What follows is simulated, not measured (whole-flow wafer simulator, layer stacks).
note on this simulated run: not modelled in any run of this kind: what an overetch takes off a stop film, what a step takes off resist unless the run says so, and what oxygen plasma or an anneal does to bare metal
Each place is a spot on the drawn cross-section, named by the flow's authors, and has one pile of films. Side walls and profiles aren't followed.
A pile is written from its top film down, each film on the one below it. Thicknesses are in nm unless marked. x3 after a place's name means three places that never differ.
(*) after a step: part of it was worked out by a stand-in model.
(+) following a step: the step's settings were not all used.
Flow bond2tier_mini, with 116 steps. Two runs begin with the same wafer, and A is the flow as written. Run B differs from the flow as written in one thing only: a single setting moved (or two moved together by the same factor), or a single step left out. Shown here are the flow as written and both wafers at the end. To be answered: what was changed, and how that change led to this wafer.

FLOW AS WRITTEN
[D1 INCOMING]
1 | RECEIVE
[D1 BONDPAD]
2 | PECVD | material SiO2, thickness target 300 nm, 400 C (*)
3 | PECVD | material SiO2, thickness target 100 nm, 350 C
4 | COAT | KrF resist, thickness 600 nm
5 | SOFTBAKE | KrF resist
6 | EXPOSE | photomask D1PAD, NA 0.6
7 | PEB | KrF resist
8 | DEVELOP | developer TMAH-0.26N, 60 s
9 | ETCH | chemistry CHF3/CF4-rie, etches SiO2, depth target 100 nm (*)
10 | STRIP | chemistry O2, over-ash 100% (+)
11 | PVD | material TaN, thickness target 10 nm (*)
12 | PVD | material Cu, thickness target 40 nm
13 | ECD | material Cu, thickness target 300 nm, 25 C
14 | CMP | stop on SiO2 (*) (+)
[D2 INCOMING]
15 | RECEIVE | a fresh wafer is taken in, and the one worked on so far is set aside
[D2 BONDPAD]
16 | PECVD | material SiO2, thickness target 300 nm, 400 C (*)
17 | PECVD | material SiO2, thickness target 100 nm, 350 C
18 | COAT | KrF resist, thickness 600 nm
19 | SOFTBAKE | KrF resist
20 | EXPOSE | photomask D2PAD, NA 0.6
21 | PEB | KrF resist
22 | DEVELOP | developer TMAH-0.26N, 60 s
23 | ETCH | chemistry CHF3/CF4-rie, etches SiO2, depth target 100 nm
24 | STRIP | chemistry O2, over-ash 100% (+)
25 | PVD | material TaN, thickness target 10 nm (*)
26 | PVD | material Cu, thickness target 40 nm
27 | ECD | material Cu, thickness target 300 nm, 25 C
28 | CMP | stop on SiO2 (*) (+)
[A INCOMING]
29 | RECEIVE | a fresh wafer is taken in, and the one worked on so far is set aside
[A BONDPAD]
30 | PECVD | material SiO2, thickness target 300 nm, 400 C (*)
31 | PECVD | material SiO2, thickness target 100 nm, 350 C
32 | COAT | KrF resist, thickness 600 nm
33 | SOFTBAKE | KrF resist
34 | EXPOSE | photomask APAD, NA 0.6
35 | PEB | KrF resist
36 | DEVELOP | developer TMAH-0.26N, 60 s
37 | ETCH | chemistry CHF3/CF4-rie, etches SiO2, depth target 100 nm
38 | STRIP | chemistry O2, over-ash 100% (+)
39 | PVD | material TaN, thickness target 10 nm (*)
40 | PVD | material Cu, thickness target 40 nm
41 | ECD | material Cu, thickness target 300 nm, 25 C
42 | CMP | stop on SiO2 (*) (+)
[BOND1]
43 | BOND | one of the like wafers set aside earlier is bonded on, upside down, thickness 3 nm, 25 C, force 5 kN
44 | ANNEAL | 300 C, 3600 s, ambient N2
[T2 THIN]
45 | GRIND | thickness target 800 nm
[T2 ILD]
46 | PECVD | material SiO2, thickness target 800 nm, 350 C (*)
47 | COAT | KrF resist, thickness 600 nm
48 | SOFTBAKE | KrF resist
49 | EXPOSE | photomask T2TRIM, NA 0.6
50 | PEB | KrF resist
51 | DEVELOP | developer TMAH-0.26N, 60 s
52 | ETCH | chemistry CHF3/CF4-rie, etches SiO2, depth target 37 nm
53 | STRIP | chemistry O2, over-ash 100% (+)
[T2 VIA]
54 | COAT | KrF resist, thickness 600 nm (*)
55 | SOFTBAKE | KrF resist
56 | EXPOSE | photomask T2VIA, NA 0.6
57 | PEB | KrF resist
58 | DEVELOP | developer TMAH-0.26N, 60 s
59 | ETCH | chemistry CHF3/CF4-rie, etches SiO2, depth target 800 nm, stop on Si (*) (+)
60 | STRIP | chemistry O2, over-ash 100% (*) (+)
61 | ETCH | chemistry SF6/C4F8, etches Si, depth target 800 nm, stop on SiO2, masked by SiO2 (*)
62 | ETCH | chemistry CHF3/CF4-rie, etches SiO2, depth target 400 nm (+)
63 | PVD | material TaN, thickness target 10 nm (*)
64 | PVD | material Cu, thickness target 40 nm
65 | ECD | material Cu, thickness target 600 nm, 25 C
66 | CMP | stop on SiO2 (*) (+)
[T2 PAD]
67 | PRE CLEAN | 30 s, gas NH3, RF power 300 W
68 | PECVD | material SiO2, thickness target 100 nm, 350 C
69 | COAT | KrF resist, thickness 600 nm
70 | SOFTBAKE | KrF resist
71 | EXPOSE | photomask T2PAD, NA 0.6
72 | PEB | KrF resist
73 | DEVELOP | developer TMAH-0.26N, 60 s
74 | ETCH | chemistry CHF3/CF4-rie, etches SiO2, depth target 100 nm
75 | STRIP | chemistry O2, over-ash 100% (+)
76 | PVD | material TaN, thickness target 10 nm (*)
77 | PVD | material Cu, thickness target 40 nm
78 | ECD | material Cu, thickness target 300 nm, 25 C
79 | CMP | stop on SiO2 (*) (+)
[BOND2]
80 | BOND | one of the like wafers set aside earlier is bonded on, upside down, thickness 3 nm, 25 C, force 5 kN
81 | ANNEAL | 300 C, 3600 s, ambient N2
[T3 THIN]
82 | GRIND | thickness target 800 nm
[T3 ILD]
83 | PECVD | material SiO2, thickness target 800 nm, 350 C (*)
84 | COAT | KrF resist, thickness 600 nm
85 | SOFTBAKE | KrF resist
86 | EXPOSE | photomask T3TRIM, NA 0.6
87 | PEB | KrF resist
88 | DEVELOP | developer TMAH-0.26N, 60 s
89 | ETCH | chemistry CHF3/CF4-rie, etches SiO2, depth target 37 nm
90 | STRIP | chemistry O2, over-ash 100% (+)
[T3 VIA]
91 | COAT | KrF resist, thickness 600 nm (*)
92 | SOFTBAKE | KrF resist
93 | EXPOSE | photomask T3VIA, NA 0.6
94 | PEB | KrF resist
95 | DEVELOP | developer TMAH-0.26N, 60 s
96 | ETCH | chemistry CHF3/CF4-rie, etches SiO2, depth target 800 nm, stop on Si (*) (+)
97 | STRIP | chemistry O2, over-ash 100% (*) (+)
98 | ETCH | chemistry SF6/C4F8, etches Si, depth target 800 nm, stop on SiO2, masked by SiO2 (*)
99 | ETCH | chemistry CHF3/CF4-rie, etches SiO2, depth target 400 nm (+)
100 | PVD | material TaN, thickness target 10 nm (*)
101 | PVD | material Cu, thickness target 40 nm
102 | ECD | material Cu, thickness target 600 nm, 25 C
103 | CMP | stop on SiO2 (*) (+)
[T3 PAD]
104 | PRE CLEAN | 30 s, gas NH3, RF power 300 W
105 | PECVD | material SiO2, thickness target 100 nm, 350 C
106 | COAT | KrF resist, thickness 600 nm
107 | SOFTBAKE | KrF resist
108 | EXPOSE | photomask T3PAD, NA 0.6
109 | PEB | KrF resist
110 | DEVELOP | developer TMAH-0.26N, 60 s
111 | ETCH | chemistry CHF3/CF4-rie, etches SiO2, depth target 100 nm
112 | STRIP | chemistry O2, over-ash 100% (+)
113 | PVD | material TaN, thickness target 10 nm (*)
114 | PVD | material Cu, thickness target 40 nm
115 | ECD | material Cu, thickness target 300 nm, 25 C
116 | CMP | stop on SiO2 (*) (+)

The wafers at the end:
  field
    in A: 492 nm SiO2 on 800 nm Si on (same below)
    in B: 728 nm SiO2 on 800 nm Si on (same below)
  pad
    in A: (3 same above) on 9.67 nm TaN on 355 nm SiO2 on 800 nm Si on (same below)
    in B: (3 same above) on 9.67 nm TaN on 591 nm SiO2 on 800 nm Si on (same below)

Cause: step 99, ETCH: depth target 164 nm was run, whereas the flow has depth target 400 nm.

Step by step, how the change led to this:
  99 | ETCH | chemistry CHF3/CF4-rie, etches SiO2, depth target 400 nm (+)
      field, pad: A -400 SiO2 | B -164 SiO2
